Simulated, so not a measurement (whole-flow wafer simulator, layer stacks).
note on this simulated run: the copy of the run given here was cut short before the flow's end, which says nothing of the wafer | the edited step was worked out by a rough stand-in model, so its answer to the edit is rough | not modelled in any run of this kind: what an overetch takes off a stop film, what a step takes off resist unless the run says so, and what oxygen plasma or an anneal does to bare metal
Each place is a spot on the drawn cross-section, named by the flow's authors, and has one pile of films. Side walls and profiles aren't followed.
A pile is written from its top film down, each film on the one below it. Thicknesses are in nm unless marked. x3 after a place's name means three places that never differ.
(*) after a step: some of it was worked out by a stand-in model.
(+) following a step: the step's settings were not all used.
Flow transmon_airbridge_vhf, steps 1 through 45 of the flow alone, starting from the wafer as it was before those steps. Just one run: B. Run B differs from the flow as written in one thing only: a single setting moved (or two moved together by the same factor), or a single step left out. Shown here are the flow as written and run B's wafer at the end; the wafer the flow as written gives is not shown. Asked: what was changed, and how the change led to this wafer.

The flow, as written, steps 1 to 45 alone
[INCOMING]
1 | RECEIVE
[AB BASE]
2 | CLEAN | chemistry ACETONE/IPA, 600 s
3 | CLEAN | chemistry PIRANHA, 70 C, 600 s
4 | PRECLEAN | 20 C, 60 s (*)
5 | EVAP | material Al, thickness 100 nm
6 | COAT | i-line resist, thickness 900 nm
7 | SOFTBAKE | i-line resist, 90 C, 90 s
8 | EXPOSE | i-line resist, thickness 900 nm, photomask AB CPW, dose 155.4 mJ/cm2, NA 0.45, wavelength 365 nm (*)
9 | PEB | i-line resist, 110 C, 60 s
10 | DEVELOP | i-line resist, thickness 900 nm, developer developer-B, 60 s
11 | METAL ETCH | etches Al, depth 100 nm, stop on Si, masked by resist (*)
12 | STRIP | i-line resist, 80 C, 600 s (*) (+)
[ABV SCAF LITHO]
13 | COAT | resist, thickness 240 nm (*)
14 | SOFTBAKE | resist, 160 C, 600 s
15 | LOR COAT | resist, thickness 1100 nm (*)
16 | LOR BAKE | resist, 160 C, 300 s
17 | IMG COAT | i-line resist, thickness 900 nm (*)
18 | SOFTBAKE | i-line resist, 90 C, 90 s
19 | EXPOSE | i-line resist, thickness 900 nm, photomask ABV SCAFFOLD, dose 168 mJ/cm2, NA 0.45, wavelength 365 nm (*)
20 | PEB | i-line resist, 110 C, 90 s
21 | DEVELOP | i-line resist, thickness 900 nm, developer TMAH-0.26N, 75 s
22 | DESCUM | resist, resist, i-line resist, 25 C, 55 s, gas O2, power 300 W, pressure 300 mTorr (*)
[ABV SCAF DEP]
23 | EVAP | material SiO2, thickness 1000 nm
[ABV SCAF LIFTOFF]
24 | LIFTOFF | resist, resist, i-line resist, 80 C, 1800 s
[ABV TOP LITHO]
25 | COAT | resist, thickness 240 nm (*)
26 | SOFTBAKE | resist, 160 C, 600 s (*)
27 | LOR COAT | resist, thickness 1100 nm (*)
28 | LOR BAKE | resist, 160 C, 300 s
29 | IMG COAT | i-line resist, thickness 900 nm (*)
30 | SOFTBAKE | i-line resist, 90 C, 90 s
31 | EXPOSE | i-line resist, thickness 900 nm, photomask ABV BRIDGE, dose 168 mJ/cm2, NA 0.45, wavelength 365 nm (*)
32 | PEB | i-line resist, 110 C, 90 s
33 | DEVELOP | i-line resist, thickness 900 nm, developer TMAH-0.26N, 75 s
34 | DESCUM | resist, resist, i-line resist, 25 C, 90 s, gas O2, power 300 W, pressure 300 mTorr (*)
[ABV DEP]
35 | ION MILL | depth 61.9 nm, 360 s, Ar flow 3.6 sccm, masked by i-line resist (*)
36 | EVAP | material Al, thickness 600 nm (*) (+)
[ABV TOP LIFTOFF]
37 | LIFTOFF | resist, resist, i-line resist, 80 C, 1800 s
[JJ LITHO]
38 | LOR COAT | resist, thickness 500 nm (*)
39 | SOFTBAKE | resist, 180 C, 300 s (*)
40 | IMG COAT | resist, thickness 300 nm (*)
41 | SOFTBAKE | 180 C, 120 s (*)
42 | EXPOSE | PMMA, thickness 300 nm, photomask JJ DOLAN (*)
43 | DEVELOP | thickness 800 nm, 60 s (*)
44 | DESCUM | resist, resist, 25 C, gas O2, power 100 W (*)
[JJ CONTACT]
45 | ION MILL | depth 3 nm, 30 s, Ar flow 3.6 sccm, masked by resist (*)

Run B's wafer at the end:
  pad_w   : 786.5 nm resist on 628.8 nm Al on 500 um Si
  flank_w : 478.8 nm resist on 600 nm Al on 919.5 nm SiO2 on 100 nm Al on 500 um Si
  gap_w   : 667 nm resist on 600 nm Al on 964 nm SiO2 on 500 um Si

The reason: step 15, LOR COAT: thickness 550 nm was run, while the flow as written has thickness 1100 nm.

The path from the change to this, step by step:
  15 | LOR COAT | resist, thickness 1100 nm (*)
      field x3, jj_line, trace_open_s x2, margin_s, bridge_strip, margin_n: resist gains 550 (as written it would have been: resist gains 1100)
      pad_w, pad_e: resist gains 544.2 (as written it would have been: resist gains 1090.9)
      (as well as at 6 more places)
  21 | DEVELOP | i-line resist, thickness 900 nm, developer TMAH-0.26N, 75 s
      margin_s, bridge_strip, margin_n: i-line resist loses 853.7 (all of it), resist loses 550 (as written it would have been: i-line resist loses 853.7 (all of it), resist loses 1100)
      flank_w, flank_e: i-line resist loses 858.1 (all of it), resist loses 539 (as written it would have been: i-line resist loses 860.9 (all of it), resist loses 1086.4)
      (as well as at 3 more places)
  23 | EVAP | material SiO2, thickness 1000 nm
      flank_w, flank_e: SiO2 gains 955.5 (new film) (as written it would have been: SiO2 gains 929.3 (new film))
  24 | LIFTOFF | resist, resist, i-line resist, 80 C, 1800 s
      field x3, jj_line, trace_open_s x2: SiO2 loses 1000 (all of it), i-line resist loses 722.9 (all of it), resist loses 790 (all of it) (as written it would have been: SiO2 loses 1000 (all of it), i-line resist loses 722.9 (all of it), resist loses 1340 (all of it))
      pad_w, pad_e: SiO2 loses 1000 (all of it), i-line resist loses 715.6 (all of it), resist loses 783.5 (all of it) (as written it would have been: SiO2 loses 1000 (all of it), i-line resist loses 718 (all of it), resist loses 1330.2 (all of it))
      (as well as at 1 more place)
  25 | COAT | resist, thickness 240 nm (*)
      flank_w, flank_e: resist gains 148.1 (new film) (as written it would have been: resist gains 152.6 (new film))
  34 | DESCUM | resist, resist, i-line resist, 25 C, 90 s, gas O2, power 300 W, pressure 300 mTorr (*)
      flank_w, flank_e: resist loses 148.1 (all of it) (as written it would have been: resist loses 152.6 (all of it))
  40 | IMG COAT | resist, thickness 300 nm (*)
      flank_w, flank_e: resist gains 206.4 (as written it would have been: resist gains 212.1)
